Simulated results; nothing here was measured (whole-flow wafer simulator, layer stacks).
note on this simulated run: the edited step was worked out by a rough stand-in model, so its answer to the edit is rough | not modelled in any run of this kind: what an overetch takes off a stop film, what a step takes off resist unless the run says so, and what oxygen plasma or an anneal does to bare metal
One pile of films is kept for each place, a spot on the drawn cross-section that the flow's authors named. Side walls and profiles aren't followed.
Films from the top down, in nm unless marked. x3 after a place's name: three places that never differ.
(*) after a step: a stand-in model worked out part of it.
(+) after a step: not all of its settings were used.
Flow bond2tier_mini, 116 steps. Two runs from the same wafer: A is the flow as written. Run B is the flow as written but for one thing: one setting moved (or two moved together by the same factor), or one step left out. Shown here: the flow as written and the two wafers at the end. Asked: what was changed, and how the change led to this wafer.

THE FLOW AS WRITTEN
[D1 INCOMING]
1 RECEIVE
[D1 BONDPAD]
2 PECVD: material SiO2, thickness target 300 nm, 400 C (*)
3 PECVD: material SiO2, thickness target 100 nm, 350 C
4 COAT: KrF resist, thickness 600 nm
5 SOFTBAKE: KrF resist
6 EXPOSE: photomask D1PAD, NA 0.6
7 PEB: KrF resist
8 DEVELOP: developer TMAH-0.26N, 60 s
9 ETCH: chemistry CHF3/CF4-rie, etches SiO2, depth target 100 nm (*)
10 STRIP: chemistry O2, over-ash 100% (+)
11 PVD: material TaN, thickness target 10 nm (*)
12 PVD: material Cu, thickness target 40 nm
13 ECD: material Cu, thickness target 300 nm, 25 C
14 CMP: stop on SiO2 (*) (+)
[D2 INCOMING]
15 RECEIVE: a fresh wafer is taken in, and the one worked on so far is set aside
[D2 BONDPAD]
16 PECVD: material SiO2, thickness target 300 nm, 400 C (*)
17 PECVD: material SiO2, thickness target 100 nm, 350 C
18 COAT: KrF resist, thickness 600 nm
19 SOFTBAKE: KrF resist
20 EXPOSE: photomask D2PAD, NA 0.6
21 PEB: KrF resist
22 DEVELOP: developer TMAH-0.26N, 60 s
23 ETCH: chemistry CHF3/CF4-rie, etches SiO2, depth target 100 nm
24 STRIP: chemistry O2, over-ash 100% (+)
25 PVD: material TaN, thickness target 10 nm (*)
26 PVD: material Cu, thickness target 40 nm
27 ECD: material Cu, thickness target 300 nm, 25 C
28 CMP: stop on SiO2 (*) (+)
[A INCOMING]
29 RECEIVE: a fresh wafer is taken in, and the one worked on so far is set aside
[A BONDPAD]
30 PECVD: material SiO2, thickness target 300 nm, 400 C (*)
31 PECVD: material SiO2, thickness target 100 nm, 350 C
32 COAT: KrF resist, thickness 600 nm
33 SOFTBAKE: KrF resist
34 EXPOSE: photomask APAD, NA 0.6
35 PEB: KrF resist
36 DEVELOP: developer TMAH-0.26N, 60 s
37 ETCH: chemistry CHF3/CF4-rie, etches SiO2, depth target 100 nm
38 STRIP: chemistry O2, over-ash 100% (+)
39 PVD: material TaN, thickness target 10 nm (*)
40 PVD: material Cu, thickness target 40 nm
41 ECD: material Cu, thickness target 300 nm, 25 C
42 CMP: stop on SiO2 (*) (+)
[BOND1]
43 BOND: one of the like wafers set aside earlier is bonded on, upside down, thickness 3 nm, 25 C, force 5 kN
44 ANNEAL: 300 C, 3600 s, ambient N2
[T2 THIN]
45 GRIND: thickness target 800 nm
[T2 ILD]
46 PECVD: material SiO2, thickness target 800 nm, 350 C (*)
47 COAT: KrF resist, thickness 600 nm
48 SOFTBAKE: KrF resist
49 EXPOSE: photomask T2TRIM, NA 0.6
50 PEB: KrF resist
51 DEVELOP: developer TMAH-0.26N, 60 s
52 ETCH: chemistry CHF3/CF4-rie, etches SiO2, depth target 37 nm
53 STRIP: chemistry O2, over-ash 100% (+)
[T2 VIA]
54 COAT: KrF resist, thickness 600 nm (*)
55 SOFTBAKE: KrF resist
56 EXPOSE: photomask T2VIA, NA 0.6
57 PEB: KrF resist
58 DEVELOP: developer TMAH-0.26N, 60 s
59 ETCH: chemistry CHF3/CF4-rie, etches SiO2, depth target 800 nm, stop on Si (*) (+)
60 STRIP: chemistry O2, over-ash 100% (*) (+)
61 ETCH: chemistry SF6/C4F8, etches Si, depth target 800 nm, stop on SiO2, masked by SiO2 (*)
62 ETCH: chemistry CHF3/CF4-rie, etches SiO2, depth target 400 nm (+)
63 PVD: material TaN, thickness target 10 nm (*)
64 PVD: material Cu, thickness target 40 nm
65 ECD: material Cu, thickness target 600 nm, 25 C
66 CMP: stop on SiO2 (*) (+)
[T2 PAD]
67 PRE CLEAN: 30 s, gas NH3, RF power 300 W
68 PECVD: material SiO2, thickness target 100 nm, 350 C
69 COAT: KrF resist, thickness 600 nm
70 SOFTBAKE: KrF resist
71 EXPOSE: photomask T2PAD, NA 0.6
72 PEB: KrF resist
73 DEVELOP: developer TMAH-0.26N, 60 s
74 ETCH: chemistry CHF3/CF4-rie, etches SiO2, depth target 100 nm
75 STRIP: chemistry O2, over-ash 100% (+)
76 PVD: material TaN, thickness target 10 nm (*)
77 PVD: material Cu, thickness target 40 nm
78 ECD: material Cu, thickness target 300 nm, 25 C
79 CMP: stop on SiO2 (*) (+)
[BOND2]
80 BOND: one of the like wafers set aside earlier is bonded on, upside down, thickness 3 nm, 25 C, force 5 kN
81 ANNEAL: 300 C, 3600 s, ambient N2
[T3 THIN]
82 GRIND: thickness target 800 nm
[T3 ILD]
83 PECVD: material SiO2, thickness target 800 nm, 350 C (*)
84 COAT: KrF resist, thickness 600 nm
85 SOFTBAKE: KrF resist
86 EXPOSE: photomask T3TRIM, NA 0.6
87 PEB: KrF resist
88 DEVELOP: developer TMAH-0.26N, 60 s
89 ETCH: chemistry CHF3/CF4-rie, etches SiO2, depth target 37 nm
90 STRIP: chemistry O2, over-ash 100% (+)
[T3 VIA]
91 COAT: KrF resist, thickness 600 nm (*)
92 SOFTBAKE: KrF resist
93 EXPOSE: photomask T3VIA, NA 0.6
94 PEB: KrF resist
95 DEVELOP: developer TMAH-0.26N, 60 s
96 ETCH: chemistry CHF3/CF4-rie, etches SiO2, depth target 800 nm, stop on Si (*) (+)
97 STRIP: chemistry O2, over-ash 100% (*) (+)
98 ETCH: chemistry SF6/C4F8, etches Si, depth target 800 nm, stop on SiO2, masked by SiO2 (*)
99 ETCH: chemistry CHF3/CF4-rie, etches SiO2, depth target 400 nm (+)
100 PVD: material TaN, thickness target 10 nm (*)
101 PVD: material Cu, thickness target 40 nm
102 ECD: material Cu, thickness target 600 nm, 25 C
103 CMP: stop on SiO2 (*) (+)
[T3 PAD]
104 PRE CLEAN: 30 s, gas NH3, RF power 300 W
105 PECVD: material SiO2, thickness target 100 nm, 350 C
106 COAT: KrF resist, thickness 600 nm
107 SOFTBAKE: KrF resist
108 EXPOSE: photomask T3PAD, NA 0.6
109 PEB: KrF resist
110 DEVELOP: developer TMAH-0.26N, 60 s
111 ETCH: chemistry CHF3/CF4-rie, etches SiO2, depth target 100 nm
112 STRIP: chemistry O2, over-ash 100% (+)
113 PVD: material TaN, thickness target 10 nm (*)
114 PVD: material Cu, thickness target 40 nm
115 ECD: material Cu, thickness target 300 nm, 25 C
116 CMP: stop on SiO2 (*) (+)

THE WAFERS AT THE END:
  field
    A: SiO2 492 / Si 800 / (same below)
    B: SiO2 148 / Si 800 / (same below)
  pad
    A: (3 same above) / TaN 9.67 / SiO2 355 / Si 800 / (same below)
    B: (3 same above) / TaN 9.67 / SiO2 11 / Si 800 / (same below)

The cause: step 83, PECVD: thickness target 456 nm was run, where the flow has thickness target 800 nm.

How the change led to this, step by step:
  83 PECVD: material SiO2, thickness target 800 nm, 350 C (*)
      field, pad: A SiO2 +800 (new film) | B SiO2 +456 (new film)
  96 ETCH: chemistry CHF3/CF4-rie, etches SiO2, depth target 800 nm, stop on Si (*) (+)
      field, pad: A KrF resist -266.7 | B KrF resist -209.5
  97 STRIP: chemistry O2, over-ash 100% (*) (+)
      field: A KrF resist -303.9 (all of it) | B KrF resist -361.1 (all of it)
      pad: A KrF resist -336 (all of it) | B KrF resist -393.1 (all of it)
